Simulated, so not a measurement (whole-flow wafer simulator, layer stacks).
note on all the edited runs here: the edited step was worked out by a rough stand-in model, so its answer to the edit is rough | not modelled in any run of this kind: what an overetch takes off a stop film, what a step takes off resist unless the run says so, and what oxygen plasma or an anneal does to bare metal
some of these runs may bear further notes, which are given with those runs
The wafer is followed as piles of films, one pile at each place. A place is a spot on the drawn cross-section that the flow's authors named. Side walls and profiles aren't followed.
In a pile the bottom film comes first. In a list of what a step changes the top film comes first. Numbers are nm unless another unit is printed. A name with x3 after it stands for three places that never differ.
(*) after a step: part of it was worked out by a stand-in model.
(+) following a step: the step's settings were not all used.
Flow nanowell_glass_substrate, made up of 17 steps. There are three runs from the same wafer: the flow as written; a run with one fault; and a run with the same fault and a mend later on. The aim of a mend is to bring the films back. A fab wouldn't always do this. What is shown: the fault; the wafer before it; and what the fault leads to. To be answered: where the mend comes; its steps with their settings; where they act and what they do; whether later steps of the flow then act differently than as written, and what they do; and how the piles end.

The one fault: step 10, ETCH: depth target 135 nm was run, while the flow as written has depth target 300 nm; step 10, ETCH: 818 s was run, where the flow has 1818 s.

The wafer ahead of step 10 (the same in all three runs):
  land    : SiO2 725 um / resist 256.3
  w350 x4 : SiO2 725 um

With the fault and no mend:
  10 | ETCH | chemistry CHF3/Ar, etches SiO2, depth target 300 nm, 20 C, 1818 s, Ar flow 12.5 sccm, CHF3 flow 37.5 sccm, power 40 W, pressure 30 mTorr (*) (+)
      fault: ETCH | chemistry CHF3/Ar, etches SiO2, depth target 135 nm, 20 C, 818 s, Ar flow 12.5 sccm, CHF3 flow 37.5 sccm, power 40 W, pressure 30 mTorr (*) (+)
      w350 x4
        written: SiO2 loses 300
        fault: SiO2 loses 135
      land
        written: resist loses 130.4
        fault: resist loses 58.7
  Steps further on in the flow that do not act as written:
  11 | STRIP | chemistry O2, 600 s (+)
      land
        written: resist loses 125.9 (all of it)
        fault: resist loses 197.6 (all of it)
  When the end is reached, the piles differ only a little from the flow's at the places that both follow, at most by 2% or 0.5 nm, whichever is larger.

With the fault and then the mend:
  The mend follows step 10.
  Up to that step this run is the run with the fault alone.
  10a | ETCH | chemistry CHF3/Ar, etches SiO2, depth target 165 nm, 20 C, 999.9 s, Ar flow 12.5 sccm, CHF3 flow 37.5 sccm, power 40 W, pressure 30 mTorr (*) (+) (a further turn of the flow's step 10, with different settings)
      w350 x4
        SiO2 loses 165
      land
        resist loses 71.7
  None of the later steps of the flow acts differently than as written at any place that is followed.
  By the end, the piles equal the flow's at every place that both follow.
